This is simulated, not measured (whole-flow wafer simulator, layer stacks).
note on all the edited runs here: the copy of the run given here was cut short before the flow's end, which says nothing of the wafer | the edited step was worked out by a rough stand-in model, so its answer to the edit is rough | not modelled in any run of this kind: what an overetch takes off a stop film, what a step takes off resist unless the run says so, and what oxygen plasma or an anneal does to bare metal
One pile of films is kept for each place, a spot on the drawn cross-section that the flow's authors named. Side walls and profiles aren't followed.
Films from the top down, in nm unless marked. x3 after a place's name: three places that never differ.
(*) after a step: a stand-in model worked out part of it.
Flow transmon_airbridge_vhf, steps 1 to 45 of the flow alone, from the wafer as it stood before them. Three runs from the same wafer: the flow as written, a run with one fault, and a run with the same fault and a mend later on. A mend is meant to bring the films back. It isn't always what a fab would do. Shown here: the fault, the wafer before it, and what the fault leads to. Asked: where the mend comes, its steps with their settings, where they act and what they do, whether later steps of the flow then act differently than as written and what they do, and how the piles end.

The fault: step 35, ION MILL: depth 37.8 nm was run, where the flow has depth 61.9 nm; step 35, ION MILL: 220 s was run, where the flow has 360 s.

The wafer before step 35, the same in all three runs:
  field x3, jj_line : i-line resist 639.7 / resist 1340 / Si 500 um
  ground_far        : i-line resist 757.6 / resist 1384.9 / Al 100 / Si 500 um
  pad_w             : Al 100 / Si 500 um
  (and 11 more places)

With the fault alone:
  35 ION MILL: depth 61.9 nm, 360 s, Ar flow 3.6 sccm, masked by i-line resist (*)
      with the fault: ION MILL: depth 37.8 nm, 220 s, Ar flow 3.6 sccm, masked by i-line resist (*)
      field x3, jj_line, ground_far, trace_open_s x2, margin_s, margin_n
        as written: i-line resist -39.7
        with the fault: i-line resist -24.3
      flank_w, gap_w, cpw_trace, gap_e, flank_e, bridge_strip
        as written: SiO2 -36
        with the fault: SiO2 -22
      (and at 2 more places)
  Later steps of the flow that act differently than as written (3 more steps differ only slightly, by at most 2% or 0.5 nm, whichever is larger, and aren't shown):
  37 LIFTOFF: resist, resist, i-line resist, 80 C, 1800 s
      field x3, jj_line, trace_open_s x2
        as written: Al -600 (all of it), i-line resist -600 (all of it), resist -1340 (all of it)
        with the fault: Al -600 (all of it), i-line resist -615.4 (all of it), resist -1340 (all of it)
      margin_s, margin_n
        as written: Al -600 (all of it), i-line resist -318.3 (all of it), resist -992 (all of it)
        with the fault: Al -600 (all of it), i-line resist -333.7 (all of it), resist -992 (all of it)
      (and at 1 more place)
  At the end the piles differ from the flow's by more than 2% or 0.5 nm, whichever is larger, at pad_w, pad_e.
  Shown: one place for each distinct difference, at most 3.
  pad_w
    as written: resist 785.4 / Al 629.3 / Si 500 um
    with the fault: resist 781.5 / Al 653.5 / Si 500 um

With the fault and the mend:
  The mend comes after step 35.
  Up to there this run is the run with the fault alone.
  35a ION MILL: depth 24.1 nm, 140.2 s, Ar flow 3.6 sccm, masked by i-line resist (*) (the flow's step 35 once more, with other settings)
      field x3, jj_line, ground_far, trace_open_s x2, margin_s, margin_n
        i-line resist -15.5
      flank_w, gap_w, cpw_trace, gap_e, flank_e, bridge_strip
        SiO2 -14
      pad_w, pad_e
        Al -24.1
  No later step of the flow acts differently than as written at any place that is followed.
  At the end the piles are the same as the flow's at every place that both follow.
